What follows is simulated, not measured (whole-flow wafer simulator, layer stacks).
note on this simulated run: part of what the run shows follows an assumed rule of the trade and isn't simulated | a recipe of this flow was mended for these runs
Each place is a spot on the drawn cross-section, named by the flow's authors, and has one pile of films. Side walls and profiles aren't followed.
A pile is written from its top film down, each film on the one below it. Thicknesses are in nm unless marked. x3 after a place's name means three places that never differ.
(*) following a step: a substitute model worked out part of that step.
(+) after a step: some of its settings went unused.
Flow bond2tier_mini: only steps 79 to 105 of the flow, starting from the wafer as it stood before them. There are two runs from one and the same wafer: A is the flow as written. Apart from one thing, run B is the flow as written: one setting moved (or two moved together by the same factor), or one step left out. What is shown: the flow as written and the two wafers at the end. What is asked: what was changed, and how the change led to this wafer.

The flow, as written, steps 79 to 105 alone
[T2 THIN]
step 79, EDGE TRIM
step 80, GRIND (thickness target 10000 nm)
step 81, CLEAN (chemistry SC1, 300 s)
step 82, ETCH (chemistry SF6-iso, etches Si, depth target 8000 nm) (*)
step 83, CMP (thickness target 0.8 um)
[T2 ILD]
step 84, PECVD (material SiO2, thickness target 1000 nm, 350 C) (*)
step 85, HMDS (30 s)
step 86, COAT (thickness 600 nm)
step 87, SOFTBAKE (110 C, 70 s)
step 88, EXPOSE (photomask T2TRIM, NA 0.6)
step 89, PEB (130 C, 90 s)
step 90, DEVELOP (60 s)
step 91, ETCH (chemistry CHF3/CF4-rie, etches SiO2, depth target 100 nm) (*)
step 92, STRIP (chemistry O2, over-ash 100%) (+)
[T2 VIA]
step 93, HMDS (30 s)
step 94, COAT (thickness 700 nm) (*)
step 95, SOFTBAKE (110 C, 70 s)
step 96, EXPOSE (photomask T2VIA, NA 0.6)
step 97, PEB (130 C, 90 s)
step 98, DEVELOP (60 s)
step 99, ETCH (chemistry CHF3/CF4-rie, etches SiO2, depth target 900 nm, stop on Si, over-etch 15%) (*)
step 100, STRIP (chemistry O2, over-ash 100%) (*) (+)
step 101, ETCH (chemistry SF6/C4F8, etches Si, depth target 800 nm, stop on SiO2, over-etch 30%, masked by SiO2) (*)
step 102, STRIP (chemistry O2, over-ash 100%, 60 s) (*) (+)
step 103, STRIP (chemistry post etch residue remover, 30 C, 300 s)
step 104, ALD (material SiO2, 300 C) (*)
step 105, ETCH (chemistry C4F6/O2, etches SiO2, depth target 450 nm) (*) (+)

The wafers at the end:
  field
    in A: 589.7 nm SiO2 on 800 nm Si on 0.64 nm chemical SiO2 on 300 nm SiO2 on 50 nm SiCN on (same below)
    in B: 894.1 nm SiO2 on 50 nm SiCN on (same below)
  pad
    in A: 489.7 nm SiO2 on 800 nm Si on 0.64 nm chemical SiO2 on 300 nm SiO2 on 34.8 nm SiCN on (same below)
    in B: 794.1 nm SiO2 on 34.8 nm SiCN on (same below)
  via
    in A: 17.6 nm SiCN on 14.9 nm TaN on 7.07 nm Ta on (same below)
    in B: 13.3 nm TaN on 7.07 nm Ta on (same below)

The reason: step 80, GRIND: thickness target 7584 nm was run, whereas the flow has thickness target 10000 nm.

Step by step, how the change led to this:
  step 80, GRIND (thickness target 10000 nm)
      field, pad, via: A -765 um Si | B -767.42 um Si
  step 82, ETCH (chemistry SF6-iso, etches Si, depth target 8000 nm) (*)
      field, pad, via: A -0.6 chemical SiO2 (all of it), -8000 Si | B -0.6 chemical SiO2 (all of it), -7583.7 Si (all of it), -0.64 chemical SiO2 (all of it), -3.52 SiO2
  step 83, CMP (thickness target 0.8 um)
      field, pad, via: A -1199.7 Si | B nothing
  step 84, PECVD (material SiO2, thickness target 1000 nm, 350 C) (*)
      field, pad, via: A +1000 SiO2 (new film) | B +1000 SiO2
  step 99, ETCH (chemistry CHF3/CF4-rie, etches SiO2, depth target 900 nm, stop on Si, over-etch 15%) (*)
      via: A -900 SiO2 (all of it), -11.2 Si | B -1035 SiO2
  step 101, ETCH (chemistry SF6/C4F8, etches Si, depth target 800 nm, stop on SiO2, over-etch 30%, masked by SiO2) (*)
      via: A -788.8 Si (all of it), -0.64 chemical SiO2 (all of it), -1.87 SiO2 | B -2.4 SiO2
      field, pad: A -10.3 SiO2 | B -2.4 SiO2
  step 105, ETCH (chemistry C4F6/O2, etches SiO2, depth target 450 nm) (*) (+)
      via: A -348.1 SiO2 (all of it), -17.2 SiCN | B -209.1 SiO2 (all of it), -34.8 SiCN (all of it), -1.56 TaN
